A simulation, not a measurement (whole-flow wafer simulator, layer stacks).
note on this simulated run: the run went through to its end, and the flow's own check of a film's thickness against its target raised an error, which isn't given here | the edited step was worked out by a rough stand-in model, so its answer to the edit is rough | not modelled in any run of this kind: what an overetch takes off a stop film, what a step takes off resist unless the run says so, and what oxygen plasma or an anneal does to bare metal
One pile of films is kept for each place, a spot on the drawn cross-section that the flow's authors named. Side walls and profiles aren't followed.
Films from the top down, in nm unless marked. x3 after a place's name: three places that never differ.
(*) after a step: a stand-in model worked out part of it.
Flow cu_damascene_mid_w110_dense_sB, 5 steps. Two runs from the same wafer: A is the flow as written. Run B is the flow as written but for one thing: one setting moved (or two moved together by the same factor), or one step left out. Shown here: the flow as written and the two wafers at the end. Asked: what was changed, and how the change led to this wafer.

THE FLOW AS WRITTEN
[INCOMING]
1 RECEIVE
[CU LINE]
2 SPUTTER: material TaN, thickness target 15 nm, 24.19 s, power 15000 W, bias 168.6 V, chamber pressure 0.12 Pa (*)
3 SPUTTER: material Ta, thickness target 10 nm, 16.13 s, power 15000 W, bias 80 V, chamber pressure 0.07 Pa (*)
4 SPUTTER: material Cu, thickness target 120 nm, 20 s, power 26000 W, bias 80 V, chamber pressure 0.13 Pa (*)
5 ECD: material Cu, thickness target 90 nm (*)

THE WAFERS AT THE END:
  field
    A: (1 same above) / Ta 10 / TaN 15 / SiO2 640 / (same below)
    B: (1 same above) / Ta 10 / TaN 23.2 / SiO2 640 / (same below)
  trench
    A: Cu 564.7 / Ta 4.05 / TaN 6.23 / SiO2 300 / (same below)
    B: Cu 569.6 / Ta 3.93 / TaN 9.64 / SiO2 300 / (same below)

The cause: step 2, SPUTTER: thickness target 23.2 nm was run, where the flow has thickness target 15 nm; step 2, SPUTTER: 37.49 s was run, where the flow has 24.19 s.
It can be read off the wafer: field has TaN 23.2, and step 2 as written asks for 15 nm.

How the change led to this, step by step:
  2 SPUTTER: material TaN, thickness target 15 nm, 24.19 s, power 15000 W, bias 168.6 V, chamber pressure 0.12 Pa (*)
      field: A TaN +15 (new film) | B TaN +23.2 (new film)
      trench: A TaN +6.23 (new film) | B TaN +9.64 (new film)
  4 SPUTTER: material Cu, thickness target 120 nm, 20 s, power 26000 W, bias 80 V, chamber pressure 0.13 Pa (*)
      trench: A Cu +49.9 (new film) | B Cu +48.7 (new film)
